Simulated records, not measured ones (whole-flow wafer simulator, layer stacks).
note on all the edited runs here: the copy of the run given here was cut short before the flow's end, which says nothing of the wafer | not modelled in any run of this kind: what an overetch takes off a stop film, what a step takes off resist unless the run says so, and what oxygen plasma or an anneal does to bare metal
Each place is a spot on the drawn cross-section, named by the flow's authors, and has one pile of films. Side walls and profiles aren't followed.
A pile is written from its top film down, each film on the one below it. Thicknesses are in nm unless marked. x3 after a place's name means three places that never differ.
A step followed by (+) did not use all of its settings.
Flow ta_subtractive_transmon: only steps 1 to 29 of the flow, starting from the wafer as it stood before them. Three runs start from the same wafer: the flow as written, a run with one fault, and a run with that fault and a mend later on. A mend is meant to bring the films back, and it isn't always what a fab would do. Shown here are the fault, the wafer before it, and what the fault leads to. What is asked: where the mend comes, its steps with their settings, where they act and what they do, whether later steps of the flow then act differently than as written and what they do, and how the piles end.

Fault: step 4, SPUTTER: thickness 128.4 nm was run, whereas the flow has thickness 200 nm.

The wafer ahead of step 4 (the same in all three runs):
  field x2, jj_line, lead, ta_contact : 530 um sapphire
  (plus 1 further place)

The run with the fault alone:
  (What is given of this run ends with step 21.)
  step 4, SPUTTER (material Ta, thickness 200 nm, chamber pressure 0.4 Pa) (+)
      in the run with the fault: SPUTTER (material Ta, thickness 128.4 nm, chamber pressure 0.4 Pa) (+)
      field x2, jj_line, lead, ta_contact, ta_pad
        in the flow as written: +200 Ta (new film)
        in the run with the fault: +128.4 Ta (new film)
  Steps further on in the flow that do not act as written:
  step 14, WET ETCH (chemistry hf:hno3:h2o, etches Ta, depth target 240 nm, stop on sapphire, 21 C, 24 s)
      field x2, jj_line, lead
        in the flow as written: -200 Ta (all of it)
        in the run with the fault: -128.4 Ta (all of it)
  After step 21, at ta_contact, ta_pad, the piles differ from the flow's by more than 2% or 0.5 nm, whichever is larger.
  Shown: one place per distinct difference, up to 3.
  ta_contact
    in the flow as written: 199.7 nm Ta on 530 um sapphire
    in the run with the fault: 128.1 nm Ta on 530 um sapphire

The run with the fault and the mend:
  The mend follows step 5.
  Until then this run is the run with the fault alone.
  step 5a, WET ETCH (chemistry hf:hno3:h2o, etches Ta, depth target 147.6 nm, stop on sapphire, 21 C, 14.76 s)
      field x2, jj_line, lead, ta_contact, ta_pad
        -128.4 Ta (all of it)
  step 5b, SPUTTER (material Ta, thickness 200 nm, chamber pressure 0.4 Pa) (+) (the flow's step 4, run once more)
      field x2, jj_line, lead, ta_contact, ta_pad
        +200 Ta (new film)
  Later steps of the flow that are run all act as written at every place that is followed.
  The piles end the same as the flow's at every place that both follow.
